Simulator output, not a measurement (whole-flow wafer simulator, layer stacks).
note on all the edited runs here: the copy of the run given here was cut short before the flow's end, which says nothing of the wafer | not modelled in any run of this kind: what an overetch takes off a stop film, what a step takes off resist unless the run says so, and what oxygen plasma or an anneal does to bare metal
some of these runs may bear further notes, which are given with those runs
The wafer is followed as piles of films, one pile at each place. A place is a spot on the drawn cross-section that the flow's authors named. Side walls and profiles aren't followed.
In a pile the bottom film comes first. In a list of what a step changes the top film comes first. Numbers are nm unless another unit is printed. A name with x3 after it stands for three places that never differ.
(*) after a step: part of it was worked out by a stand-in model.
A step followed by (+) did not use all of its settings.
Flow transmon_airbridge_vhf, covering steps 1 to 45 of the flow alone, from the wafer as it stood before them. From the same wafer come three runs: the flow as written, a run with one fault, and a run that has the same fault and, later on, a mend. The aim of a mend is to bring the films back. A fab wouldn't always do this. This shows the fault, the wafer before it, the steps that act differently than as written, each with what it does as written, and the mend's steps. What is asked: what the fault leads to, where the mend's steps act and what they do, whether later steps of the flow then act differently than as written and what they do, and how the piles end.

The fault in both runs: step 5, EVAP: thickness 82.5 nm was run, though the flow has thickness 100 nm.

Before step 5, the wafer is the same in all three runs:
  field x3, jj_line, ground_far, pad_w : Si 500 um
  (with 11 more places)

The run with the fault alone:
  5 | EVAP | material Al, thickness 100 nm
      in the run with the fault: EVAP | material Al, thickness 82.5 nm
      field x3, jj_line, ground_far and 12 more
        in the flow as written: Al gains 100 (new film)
        in the run with the fault: Al gains 82.5 (new film)
  Steps later in the flow that act otherwise than as written (not shown: 19 more steps that differ only slightly, by at most 2% or 0.5 nm, whichever is larger):
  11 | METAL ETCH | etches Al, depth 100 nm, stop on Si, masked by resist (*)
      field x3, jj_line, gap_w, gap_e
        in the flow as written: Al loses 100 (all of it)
        in the run with the fault: Al loses 82.5 (all of it)
  By the end, the piles at ground_far, pad_w, flank_w and 8 more depart from the flow's by more than 2% or 0.5 nm, whichever is larger.
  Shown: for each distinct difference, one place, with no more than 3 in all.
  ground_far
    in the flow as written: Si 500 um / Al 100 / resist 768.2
    in the run with the fault: Si 500 um / Al 82.5 / resist 768.2
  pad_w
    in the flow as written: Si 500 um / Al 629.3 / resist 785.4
    in the run with the fault: Si 500 um / Al 611.8 / resist 785.8
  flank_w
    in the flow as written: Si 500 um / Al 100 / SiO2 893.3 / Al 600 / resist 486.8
    in the run with the fault: Si 500 um / Al 82.5 / SiO2 893.2 / Al 600 / resist 489.2

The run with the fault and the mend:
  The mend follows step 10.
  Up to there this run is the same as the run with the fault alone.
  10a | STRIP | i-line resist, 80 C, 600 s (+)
      ground_far, pad_w, flank_w and 8 more
        i-line resist loses 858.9 (all of it)
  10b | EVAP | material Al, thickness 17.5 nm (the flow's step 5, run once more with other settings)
      field x3, jj_line, ground_far and 12 more
        Al gains 17.5
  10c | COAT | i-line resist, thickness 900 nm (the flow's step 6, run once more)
      field x3, jj_line, ground_far and 12 more
        i-line resist gains 900 (new film)
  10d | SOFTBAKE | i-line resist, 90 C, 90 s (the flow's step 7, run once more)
      leaves every film unchanged at each place that is followed
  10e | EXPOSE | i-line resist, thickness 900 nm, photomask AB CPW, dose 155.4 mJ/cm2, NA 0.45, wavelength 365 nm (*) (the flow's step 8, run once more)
      leaves every film unchanged at each place that is followed
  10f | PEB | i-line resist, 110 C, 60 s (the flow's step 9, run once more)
      field x3, jj_line, ground_far and 12 more
        i-line resist loses 41
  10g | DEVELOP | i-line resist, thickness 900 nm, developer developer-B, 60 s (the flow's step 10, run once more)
      ground_far, pad_w, flank_w and 8 more
        i-line resist loses 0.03
      field x3, jj_line, gap_w, gap_e
        i-line resist loses 859 (all of it)
  Later steps of the flow that are run all act as written at every place that is followed.
  The piles end the same as the flow's at every place that both follow.
